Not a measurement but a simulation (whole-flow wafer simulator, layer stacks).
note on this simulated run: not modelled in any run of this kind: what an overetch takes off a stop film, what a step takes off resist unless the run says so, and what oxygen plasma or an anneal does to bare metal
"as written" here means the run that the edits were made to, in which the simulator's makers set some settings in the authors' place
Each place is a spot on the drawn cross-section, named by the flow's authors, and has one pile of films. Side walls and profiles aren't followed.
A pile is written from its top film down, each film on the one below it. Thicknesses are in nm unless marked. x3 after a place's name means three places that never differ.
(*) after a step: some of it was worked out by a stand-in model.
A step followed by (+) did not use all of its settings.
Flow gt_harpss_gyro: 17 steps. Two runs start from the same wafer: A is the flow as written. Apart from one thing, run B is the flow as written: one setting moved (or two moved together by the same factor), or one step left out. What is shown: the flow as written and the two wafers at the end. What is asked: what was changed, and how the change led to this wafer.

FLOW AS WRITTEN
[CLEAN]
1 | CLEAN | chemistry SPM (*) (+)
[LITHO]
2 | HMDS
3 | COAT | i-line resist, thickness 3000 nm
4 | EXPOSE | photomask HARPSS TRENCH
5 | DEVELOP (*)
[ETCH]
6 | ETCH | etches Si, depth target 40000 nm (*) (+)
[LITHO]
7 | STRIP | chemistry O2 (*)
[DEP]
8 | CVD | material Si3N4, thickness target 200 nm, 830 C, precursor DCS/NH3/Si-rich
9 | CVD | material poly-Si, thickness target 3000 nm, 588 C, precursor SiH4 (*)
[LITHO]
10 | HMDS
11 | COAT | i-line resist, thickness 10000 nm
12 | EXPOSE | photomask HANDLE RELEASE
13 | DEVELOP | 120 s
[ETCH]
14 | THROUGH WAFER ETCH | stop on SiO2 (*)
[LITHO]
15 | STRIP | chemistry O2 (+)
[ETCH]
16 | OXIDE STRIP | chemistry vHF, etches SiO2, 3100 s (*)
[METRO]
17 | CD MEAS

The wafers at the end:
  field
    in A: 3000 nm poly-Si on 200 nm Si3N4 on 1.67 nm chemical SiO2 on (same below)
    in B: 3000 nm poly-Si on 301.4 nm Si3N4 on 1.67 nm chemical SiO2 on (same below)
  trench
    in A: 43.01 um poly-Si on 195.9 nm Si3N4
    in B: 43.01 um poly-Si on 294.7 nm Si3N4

What caused this: step 8, CVD: thickness target 301.4 nm was run, though the flow has thickness target 200 nm.
The wafer lets one read it off: field has Si3N4 301.4, and step 8 as written asks for 200 nm.

Step by step, how the change led to this:
  8 | CVD | material Si3N4, thickness target 200 nm, 830 C, precursor DCS/NH3/Si-rich
      field: A +200 Si3N4 (new film) | B +301.4 Si3N4 (new film)
      trench: A +195.9 Si3N4 (new film) | B +294.7 Si3N4 (new film)
